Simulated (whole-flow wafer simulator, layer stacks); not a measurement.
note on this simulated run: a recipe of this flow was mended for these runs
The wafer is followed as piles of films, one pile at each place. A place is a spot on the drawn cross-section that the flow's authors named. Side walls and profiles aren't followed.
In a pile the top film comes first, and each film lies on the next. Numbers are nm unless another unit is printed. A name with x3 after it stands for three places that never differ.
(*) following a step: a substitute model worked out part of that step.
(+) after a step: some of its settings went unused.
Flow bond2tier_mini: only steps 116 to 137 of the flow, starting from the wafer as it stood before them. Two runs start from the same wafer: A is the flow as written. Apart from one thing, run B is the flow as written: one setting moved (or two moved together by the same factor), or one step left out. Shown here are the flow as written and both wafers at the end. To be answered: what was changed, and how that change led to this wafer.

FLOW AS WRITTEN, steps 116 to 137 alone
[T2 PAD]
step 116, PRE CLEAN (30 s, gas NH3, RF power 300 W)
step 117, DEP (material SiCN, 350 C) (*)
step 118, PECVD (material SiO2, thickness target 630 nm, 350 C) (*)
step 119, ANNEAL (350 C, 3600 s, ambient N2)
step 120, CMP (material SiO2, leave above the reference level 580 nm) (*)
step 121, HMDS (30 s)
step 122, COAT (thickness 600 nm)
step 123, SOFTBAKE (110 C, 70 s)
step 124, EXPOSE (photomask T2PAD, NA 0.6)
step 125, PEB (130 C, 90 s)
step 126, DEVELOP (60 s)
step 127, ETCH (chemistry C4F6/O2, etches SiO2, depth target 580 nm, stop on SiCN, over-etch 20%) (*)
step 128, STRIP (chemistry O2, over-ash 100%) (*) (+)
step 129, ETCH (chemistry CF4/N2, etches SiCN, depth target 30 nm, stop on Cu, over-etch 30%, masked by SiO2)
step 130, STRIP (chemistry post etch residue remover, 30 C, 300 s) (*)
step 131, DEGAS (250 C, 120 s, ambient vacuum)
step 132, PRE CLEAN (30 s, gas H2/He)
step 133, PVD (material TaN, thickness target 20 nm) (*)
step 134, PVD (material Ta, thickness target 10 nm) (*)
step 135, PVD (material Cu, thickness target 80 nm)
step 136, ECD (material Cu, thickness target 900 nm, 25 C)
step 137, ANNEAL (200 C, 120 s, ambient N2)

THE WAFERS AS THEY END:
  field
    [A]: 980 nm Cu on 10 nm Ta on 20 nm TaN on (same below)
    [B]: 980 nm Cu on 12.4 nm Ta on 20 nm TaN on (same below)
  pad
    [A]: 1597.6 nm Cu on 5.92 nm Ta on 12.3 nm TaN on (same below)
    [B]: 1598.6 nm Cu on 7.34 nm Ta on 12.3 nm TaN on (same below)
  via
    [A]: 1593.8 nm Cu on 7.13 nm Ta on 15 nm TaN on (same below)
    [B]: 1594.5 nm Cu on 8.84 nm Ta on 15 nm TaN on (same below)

The reason: step 134, PVD: thickness target 12.4 nm was run, while the flow as written has thickness target 10 nm.
The wafer itself shows it: field has Ta 12.4, and step 134 as written asks for 10 nm.

How this came from the change, step by step:
  step 134, PVD (material Ta, thickness target 10 nm) (*)
      field: A Ta gains 10 (new film) | B Ta gains 12.4 (new film)
      pad: A Ta gains 5.92 (new film) | B Ta gains 7.34 (new film)
      (also at 1 further place)
